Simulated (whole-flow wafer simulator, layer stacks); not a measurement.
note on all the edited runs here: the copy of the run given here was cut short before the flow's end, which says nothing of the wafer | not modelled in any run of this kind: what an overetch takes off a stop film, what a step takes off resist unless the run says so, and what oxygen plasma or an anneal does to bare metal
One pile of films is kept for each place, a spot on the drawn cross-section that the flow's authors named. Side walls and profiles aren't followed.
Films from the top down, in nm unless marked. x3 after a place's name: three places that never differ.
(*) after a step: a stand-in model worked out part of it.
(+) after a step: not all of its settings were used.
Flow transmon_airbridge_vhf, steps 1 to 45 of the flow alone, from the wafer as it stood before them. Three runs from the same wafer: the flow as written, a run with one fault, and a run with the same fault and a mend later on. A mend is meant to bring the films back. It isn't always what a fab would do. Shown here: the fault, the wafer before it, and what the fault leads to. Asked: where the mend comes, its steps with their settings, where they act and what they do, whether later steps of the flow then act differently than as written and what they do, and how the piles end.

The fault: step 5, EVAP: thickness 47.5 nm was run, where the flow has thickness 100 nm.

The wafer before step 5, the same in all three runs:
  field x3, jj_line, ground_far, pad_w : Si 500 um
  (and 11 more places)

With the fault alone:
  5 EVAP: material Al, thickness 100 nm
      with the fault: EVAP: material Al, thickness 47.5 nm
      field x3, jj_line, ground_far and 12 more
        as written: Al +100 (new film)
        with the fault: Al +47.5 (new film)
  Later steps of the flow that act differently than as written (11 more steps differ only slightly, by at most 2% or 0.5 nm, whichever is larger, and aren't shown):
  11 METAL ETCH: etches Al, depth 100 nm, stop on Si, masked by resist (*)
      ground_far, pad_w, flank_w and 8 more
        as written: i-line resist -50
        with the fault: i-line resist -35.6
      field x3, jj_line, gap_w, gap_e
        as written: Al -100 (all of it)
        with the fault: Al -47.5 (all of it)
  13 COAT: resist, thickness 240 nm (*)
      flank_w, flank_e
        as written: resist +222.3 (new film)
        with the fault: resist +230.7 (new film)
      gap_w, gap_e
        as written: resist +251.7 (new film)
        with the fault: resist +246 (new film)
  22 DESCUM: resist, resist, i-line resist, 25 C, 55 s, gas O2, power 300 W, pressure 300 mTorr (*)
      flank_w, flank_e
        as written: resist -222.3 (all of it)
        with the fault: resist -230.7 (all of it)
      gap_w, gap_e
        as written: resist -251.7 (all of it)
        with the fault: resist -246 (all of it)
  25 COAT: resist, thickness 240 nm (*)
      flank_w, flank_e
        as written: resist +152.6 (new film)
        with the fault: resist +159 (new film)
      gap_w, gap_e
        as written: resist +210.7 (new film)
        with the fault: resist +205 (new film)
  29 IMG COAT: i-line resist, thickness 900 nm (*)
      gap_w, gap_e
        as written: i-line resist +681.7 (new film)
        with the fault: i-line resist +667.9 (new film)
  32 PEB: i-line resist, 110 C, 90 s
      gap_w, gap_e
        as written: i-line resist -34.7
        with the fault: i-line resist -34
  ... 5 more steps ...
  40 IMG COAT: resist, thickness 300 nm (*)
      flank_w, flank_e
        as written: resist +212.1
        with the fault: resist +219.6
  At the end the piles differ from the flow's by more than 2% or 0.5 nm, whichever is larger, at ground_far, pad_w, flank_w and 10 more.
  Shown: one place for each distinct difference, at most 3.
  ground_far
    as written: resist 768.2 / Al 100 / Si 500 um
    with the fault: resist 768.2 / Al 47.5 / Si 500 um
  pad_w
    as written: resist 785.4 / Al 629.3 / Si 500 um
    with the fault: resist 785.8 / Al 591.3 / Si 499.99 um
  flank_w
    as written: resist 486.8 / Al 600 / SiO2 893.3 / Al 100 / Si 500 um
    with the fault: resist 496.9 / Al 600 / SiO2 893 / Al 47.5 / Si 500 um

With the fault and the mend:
  The mend comes after step 10.
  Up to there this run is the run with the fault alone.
  10a STRIP: i-line resist, 80 C, 600 s (+)
      ground_far, pad_w, flank_w and 8 more
        i-line resist -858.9 (all of it)
  10b EVAP: material Al, thickness 52.5 nm (the flow's step 5 once more, with other settings)
      field x3, jj_line, ground_far and 12 more
        Al +52.5
  10c COAT: i-line resist, thickness 900 nm (the flow's step 6 once more)
      field x3, jj_line, ground_far and 12 more
        i-line resist +900 (new film)
  10d SOFTBAKE: i-line resist, 90 C, 90 s (the flow's step 7 once more)
      changes no film at any place that is followed
  10e EXPOSE: i-line resist, thickness 900 nm, photomask AB CPW, dose 155.4 mJ/cm2, NA 0.45, wavelength 365 nm (*) (the flow's step 8 once more)
      changes no film at any place that is followed
  10f PEB: i-line resist, 110 C, 60 s (the flow's step 9 once more)
      field x3, jj_line, ground_far and 12 more
        i-line resist -41
  10g DEVELOP: i-line resist, thickness 900 nm, developer developer-B, 60 s (the flow's step 10 once more)
      ground_far, pad_w, flank_w and 8 more
        i-line resist -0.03
      field x3, jj_line, gap_w, gap_e
        i-line resist -859 (all of it)
  No later step of the flow acts differently than as written at any place that is followed.
  At the end the piles are the same as the flow's at every place that both follow.
